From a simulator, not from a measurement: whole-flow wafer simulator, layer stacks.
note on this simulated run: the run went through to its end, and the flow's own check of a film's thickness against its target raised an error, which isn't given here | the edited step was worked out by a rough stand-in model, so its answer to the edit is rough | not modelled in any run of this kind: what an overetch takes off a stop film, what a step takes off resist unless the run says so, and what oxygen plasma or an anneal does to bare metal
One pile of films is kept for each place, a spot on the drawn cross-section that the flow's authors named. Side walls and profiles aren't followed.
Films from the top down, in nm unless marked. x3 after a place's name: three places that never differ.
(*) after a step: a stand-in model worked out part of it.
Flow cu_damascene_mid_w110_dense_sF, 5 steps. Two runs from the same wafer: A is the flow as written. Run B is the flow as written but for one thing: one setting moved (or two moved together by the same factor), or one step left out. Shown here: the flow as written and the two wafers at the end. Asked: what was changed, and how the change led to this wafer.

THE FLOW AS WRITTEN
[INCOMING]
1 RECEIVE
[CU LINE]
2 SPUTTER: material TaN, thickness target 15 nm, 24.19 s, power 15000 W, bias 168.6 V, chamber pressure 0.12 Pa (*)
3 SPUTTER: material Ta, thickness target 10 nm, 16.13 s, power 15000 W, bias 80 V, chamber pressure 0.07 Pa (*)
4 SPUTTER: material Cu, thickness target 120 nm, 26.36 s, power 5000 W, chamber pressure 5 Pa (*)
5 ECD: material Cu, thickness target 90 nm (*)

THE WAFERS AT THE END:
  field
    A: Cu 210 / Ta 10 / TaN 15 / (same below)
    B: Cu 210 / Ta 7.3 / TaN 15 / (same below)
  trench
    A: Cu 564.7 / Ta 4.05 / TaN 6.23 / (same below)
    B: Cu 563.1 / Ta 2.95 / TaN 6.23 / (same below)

The cause: step 3, SPUTTER: thickness target 7.3 nm was run, where the flow has thickness target 10 nm; step 3, SPUTTER: 11.79 s was run, where the flow has 16.13 s.
It can be read off the wafer: field has Ta 7.3, and step 3 as written asks for 10 nm.

How the change led to this, step by step:
  3 SPUTTER: material Ta, thickness target 10 nm, 16.13 s, power 15000 W, bias 80 V, chamber pressure 0.07 Pa (*)
      field: A Ta +10 (new film) | B Ta +7.3 (new film)
      trench: A Ta +4.05 (new film) | B Ta +2.95 (new film)
